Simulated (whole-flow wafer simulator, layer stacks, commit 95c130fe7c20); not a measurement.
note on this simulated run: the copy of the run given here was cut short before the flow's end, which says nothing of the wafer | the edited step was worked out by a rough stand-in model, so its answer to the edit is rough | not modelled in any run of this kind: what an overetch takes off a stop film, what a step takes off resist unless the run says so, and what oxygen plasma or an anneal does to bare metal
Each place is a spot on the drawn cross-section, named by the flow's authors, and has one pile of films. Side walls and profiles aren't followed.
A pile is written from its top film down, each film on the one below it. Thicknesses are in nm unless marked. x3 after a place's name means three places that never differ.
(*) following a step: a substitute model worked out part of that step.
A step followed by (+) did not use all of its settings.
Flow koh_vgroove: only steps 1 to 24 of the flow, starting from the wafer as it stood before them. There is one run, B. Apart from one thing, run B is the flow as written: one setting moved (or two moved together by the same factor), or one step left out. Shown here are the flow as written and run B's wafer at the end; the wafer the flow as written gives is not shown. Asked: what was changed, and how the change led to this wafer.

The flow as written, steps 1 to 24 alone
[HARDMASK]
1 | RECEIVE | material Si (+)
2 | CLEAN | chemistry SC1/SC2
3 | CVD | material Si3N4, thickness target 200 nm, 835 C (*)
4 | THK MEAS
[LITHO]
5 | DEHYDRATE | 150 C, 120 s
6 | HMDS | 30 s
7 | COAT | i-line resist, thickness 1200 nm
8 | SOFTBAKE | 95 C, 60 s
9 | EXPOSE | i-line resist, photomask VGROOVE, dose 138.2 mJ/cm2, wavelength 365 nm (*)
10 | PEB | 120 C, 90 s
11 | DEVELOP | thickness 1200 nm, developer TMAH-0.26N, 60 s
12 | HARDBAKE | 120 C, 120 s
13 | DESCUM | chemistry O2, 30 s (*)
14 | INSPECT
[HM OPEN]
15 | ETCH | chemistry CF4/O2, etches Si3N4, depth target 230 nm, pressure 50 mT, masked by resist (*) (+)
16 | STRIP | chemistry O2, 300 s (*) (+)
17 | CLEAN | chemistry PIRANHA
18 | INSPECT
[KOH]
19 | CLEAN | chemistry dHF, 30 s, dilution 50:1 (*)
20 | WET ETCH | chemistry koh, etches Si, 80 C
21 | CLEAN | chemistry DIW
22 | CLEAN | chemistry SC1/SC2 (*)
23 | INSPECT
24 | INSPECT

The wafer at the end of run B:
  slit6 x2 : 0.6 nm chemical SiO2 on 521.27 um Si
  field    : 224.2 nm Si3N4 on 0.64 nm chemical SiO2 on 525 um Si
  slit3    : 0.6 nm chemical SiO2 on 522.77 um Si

The reason: step 3, CVD: thickness target 225 nm was run, whereas the flow has thickness target 200 nm.

How this came from the change, step by step:
  3 | CVD | material Si3N4, thickness target 200 nm, 835 C (*)
      field, slit3, slit2, slit6 x2: Si3N4 gains 225 (new film) (it would be, as written: Si3N4 gains 200 (new film))
  15 | ETCH | chemistry CF4/O2, etches Si3N4, depth target 230 nm, pressure 50 mT, masked by resist (*) (+)
      slit3, slit2, slit6 x2: Si3N4 loses 225 (all of it), chemical SiO2 loses 0.64 (all of it), Si loses 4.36 (it would be, as written: Si3N4 loses 200 (all of it), chemical SiO2 loses 0.64 (all of it), Si loses 29.4)
